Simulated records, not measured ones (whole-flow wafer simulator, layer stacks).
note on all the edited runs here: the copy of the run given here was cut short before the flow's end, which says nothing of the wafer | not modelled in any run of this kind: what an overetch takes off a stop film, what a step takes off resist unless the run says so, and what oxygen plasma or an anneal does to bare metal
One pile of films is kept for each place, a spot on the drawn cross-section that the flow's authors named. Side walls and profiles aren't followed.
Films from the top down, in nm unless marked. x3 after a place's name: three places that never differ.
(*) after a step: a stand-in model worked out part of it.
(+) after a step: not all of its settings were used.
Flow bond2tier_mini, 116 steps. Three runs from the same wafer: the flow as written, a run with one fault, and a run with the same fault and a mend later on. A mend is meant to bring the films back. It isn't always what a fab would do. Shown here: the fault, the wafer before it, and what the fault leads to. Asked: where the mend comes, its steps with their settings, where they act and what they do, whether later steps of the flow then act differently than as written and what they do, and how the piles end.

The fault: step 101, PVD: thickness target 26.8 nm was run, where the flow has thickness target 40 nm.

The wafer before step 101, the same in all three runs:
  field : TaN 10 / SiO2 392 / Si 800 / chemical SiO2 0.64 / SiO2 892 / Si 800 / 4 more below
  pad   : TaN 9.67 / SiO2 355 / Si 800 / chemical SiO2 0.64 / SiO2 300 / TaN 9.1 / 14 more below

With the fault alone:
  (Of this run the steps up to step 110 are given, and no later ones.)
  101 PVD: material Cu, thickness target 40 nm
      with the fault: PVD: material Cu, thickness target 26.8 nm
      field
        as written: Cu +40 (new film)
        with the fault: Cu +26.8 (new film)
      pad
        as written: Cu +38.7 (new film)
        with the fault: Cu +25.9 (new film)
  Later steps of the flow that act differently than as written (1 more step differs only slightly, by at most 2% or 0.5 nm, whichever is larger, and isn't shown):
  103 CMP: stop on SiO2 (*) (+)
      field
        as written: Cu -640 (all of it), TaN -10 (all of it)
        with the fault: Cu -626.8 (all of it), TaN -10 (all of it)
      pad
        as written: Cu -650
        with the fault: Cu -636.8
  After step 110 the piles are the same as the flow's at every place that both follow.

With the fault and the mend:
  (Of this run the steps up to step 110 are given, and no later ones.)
  The mend comes after step 101.
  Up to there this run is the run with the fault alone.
  101a PVD: material Cu, thickness target 13.2 nm (the flow's step 101 once more, with other settings)
      field
        Cu +13.2
      pad
        Cu +12.7
  No later step of the flow up to step 110 acts differently than as written at any place that is followed.
  After step 110 the piles are the same as the flow's at every place that both follow.
